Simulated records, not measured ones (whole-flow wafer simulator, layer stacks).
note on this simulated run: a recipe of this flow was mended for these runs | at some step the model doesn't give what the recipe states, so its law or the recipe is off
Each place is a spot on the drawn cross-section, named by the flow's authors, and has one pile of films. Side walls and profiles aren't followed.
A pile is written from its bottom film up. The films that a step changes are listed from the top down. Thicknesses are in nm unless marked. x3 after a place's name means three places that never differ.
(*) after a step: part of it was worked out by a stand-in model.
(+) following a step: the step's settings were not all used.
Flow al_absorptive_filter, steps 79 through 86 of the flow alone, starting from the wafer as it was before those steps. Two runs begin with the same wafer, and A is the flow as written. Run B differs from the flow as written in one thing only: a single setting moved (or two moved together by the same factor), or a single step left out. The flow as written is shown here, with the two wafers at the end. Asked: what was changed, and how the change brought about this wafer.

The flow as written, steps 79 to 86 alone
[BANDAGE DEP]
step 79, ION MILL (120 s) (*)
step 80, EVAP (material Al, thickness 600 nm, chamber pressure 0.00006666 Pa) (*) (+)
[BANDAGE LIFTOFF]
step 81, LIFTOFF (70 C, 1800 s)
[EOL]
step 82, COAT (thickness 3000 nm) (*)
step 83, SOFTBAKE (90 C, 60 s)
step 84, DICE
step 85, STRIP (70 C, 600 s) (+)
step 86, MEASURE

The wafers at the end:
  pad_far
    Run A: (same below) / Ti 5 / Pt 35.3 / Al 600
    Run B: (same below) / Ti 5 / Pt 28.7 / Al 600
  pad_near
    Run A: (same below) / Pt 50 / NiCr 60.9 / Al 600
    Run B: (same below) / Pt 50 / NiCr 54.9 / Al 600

The reason: step 79, ION MILL: 174 s was run, while the flow as written has 120 s.

The path from the change to this, step by step:
  step 79, ION MILL (120 s) (*)
      gnd, ledge, res and 9 more: A i-line-resist loses 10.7 | B i-line-resist loses 15.5
      pad_far: A Pt loses 14.7 | B Pt loses 21.3
      (as well as at 1 more place)
